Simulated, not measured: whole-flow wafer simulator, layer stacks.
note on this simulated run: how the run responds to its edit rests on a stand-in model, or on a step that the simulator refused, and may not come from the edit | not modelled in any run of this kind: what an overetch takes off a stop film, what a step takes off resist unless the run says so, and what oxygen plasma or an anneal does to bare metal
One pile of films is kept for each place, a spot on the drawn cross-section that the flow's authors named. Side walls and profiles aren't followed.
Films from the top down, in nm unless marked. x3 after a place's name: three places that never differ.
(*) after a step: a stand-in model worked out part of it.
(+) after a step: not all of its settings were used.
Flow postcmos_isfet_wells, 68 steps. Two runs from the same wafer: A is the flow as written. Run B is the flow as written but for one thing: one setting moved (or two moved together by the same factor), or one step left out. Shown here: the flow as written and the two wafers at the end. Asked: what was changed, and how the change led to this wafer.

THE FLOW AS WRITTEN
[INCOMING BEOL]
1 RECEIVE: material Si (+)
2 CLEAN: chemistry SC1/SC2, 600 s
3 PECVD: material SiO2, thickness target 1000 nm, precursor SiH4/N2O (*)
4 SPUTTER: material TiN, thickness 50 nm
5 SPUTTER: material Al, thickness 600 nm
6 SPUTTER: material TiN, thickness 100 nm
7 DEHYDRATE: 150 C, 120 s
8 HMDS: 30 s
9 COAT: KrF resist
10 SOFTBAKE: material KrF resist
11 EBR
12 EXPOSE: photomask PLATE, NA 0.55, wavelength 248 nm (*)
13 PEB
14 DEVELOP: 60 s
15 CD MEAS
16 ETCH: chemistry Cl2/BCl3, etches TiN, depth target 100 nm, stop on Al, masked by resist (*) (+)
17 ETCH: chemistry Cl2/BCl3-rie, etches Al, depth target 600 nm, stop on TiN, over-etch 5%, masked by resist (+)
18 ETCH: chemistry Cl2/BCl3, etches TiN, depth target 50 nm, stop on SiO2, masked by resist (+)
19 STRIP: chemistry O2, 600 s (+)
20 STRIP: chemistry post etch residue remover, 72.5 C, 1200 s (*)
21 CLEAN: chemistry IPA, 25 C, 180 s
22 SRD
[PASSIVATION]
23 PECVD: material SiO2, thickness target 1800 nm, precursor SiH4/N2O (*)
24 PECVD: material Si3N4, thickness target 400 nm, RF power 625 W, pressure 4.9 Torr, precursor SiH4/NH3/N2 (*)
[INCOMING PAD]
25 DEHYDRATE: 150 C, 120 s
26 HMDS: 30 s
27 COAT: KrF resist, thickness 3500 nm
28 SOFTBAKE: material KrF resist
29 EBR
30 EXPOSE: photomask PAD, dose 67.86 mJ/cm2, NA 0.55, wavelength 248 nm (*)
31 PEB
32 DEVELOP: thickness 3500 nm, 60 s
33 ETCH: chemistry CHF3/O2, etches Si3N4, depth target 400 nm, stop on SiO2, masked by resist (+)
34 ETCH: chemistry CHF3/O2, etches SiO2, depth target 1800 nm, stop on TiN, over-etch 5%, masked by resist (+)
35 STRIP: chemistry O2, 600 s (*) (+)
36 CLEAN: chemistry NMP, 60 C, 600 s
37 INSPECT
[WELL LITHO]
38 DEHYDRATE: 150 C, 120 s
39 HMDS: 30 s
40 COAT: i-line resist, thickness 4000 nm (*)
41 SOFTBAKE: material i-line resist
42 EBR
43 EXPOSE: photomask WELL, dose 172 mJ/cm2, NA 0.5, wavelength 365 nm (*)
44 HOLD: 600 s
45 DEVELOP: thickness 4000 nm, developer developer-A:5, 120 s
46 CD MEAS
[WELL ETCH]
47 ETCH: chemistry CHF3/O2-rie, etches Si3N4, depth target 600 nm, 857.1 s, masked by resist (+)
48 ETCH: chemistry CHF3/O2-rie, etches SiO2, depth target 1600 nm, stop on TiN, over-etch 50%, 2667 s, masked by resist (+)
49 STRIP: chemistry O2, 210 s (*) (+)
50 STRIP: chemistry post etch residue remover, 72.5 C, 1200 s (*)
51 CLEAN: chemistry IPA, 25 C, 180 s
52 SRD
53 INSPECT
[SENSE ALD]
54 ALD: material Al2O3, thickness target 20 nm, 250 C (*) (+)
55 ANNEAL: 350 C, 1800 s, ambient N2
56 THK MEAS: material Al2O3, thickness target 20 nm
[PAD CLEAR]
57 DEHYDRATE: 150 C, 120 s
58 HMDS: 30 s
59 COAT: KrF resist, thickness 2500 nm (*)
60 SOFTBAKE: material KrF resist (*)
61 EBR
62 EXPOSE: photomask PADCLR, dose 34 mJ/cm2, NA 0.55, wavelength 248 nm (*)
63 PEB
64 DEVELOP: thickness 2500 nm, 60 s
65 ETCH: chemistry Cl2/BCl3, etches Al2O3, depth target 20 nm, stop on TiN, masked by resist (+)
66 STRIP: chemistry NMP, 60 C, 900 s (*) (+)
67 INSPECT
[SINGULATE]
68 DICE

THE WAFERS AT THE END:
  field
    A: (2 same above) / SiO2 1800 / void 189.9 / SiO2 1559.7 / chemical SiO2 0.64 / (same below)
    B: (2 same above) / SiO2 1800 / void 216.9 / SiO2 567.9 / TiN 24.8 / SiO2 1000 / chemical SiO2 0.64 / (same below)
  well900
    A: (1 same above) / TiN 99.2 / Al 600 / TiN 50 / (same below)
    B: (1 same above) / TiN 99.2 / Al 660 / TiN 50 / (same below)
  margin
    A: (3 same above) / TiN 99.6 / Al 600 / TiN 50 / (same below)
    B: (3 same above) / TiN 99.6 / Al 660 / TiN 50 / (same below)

The cause: step 5, SPUTTER: thickness 660 nm was run, where the flow has thickness 600 nm.
It can be read off the wafer: well900 has Al 660, and step 5 as written asks for 600 nm.

How the change led to this, step by step:
  5 SPUTTER: material Al, thickness 600 nm
      field, margin, well900 and 6 more: A Al +600 (new film) | B Al +660 (new film)
  17 ETCH: chemistry Cl2/BCl3-rie, etches Al, depth target 600 nm, stop on TiN, over-etch 5%, masked by resist (+)
      field: A Al -600 (all of it) | B Al -600
  18 ETCH: chemistry Cl2/BCl3, etches TiN, depth target 50 nm, stop on SiO2, masked by resist (+)
      field: A TiN -50 (all of it) | B Al -60 (all of it), TiN -24.8
  23 PECVD: material SiO2, thickness target 1800 nm, precursor SiH4/N2O (*)
      field: A SiO2 +1800 (new film), void +189.9 (new film), SiO2 +559.7 | B SiO2 +1800 (new film), void +216.9 (new film), SiO2 +567.9 (new film)
Counting metal films that touch as one body, field has 1 body; the flow as written gives 0 bodies.
